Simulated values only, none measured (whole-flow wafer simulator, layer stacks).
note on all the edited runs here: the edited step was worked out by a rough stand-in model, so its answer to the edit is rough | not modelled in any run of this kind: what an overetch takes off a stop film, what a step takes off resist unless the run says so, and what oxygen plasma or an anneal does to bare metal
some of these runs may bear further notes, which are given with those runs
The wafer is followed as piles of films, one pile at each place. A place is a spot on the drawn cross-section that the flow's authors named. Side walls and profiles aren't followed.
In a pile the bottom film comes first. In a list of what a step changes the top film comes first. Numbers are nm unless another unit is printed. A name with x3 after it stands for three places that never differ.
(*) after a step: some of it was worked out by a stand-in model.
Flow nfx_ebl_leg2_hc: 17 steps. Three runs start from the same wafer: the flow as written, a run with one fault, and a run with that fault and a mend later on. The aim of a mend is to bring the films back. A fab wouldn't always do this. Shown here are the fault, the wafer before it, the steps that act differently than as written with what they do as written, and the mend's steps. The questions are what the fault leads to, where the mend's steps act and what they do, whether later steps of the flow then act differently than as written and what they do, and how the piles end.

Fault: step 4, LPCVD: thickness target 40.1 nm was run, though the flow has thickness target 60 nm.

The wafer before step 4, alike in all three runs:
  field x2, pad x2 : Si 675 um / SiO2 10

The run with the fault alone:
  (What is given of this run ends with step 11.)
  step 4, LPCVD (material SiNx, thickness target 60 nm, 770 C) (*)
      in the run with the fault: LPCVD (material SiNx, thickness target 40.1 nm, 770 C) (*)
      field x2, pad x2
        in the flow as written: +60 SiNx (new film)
        in the run with the fault: +40.1 SiNx (new film)
  Later steps of the flow up to step 11 that are run all act as written at every place that is followed.
  Once step 11 is done, the piles at field x2, pad x2 depart from the flow's by more than 2% or 0.5 nm, whichever is larger.
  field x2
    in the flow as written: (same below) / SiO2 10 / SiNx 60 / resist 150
    in the run with the fault: (same below) / SiO2 10 / SiNx 40.1 / resist 150
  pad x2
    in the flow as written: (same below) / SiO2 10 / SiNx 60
    in the run with the fault: (same below) / SiO2 10 / SiNx 40.1

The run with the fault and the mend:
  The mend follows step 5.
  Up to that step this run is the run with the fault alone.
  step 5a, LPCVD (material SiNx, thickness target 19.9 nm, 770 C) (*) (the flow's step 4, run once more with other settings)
      field x2, pad x2
        +19.9 SiNx
  Later steps of the flow that are run all act as written at every place that is followed.
  By the end, the piles equal the flow's at every place that both follow.
